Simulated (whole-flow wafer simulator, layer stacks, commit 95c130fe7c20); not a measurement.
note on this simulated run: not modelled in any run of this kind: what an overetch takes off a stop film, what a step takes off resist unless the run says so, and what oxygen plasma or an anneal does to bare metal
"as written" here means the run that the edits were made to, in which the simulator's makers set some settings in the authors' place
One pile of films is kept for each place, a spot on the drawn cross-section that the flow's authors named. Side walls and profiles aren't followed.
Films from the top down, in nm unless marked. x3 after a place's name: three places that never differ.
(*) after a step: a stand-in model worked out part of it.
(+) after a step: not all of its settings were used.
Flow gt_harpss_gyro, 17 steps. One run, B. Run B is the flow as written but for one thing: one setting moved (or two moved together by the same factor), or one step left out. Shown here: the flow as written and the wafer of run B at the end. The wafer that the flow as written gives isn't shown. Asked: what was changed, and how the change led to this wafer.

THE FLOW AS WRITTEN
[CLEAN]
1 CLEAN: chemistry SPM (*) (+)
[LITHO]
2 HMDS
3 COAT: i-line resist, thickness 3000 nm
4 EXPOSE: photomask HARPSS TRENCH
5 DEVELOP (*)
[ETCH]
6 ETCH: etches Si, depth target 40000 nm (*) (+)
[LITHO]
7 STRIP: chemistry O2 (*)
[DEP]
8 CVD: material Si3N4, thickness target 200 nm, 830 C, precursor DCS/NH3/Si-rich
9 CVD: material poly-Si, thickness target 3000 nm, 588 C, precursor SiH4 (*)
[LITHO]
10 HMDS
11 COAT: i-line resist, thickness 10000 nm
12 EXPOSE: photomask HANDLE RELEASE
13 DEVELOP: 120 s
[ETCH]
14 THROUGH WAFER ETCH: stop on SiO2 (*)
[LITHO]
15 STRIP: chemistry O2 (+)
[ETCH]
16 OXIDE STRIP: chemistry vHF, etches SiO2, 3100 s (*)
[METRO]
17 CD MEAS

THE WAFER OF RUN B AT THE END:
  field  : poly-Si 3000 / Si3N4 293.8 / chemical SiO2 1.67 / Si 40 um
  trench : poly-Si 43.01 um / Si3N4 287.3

The cause: step 8, CVD: thickness target 293.8 nm was run, where the flow has thickness target 200 nm.
It can be read off the wafer: field has Si3N4 293.8, and step 8 as written asks for 200 nm.

How the change led to this, step by step:
  8 CVD: material Si3N4, thickness target 200 nm, 830 C, precursor DCS/NH3/Si-rich
      field: Si3N4 +293.8 (new film) (as written it would be: Si3N4 +200 (new film))
      trench: Si3N4 +287.3 (new film) (as written it would be: Si3N4 +195.9 (new film))
